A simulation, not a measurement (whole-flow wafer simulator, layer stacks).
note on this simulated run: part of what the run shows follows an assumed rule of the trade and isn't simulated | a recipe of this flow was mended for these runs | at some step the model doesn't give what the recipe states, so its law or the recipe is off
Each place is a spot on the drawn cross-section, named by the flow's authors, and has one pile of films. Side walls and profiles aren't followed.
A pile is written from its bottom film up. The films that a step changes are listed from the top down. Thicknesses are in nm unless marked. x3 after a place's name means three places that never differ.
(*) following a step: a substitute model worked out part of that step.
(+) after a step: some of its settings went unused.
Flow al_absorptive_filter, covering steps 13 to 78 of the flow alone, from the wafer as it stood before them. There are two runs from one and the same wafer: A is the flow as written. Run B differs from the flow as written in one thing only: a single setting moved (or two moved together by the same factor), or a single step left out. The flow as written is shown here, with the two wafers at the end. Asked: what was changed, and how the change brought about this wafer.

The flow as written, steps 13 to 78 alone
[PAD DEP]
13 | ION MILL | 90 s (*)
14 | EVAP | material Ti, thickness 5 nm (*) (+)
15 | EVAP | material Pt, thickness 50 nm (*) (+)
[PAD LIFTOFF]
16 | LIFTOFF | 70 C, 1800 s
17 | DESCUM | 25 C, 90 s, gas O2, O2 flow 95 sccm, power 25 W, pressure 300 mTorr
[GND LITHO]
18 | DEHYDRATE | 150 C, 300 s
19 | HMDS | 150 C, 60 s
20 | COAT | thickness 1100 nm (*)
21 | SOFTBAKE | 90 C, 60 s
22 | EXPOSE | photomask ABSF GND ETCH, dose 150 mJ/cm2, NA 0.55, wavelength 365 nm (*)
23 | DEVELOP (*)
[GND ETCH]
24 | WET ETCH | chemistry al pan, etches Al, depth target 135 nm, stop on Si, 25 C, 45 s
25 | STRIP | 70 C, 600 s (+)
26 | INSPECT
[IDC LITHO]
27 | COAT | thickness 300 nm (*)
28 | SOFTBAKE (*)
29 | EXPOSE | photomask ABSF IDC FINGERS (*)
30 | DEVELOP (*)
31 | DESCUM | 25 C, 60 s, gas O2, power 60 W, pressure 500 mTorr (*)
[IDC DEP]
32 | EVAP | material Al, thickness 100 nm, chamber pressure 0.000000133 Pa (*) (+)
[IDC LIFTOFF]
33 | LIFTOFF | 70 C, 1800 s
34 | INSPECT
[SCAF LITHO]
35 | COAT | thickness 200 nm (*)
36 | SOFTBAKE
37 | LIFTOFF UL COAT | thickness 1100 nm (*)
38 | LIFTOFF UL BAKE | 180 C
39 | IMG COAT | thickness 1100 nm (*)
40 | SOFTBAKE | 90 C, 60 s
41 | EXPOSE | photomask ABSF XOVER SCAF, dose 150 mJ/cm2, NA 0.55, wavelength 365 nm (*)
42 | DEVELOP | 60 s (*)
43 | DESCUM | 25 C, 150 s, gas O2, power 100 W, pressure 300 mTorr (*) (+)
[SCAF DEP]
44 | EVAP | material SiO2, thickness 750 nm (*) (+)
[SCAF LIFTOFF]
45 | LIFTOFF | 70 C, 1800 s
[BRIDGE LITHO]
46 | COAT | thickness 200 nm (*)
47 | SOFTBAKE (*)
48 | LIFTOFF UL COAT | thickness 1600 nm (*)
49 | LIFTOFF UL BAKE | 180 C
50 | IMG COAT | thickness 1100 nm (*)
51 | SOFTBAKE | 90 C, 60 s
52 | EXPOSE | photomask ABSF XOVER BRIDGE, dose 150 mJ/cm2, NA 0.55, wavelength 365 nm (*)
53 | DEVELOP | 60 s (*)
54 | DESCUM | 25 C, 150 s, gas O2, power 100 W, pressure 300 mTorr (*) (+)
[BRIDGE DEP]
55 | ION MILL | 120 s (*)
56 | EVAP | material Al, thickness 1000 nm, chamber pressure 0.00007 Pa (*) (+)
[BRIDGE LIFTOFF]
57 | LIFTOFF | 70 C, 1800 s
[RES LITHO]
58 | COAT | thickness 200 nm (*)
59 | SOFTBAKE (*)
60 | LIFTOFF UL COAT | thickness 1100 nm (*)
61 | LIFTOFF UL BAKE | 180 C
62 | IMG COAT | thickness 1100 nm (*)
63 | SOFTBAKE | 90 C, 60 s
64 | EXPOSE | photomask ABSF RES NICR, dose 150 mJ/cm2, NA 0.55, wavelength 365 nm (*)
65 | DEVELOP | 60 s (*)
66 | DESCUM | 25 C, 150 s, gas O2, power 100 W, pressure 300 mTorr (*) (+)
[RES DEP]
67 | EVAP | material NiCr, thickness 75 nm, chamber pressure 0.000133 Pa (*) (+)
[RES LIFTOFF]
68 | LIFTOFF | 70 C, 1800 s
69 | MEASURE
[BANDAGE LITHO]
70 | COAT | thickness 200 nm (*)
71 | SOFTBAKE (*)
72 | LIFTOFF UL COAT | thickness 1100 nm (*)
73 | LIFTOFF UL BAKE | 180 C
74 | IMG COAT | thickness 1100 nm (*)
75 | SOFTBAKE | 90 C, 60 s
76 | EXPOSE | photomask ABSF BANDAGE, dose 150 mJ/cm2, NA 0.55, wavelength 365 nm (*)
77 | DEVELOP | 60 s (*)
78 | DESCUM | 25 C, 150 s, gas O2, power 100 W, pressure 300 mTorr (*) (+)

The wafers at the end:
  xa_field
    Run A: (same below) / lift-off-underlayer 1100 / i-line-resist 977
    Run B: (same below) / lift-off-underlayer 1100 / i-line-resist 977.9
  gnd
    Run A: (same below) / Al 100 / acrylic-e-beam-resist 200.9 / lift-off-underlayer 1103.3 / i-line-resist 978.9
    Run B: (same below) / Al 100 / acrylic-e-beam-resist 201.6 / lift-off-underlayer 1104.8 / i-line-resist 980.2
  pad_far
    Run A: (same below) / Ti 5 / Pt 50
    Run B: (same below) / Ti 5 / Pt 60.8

Cause: step 15, EVAP: thickness 60.8 nm was run, though the flow has thickness 50 nm.
The wafer lets one read it off: pad_far has Pt 60.8, and step 15 as written asks for 50 nm.

How this came from the change, step by step:
  15 | EVAP | material Pt, thickness 50 nm (*) (+)
      gnd, pad_far, pad_near and 11 more: A +50 Pt (new film) | B +60.8 Pt (new film)
  16 | LIFTOFF | 70 C, 1800 s
      gnd, ledge, res and 9 more: A -50 Pt (all of it), -5 Ti (all of it), -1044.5 i-line-resist (all of it), -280 lift-off-underlayer (all of it) | B -60.8 Pt (all of it), -5 Ti (all of it), -1044.5 i-line-resist (all of it), -280 lift-off-underlayer (all of it)
  35 | COAT | thickness 200 nm (*)
      ledge: A +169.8 acrylic-e-beam-resist (new film) | B +173.5 acrylic-e-beam-resist (new film)
  45 | LIFTOFF | 70 C, 1800 s
      ledge: A -750 SiO2 (all of it), -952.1 i-line-resist (all of it), -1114 lift-off-underlayer (all of it), -169.8 acrylic-e-beam-resist (all of it) | B -750 SiO2 (all of it), -951.3 i-line-resist (all of it), -1114.2 lift-off-underlayer (all of it), -173.5 acrylic-e-beam-resist (all of it)
  46 | COAT | thickness 200 nm (*)
      ledge: A +169.8 acrylic-e-beam-resist (new film) | B +173.5 acrylic-e-beam-resist (new film)
  57 | LIFTOFF | 70 C, 1800 s
      ledge: A -1000 Al (all of it), -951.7 i-line-resist (all of it), -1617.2 lift-off-underlayer (all of it), -169.8 acrylic-e-beam-resist (all of it) | B -1000 Al (all of it), -951.1 i-line-resist (all of it), -1617.3 lift-off-underlayer (all of it), -173.5 acrylic-e-beam-resist (all of it)
  58 | COAT | thickness 200 nm (*)
      ledge: A +169.8 acrylic-e-beam-resist (new film) | B +173.5 acrylic-e-beam-resist (new film)
  66 | DESCUM | 25 C, 150 s, gas O2, power 100 W, pressure 300 mTorr (*) (+)
      ledge: A -169.8 acrylic-e-beam-resist (all of it) | B -173.5 acrylic-e-beam-resist (all of it)
  70 | COAT | thickness 200 nm (*)
      ledge: A +167 acrylic-e-beam-resist (new film) | B +170.5 acrylic-e-beam-resist (new film)
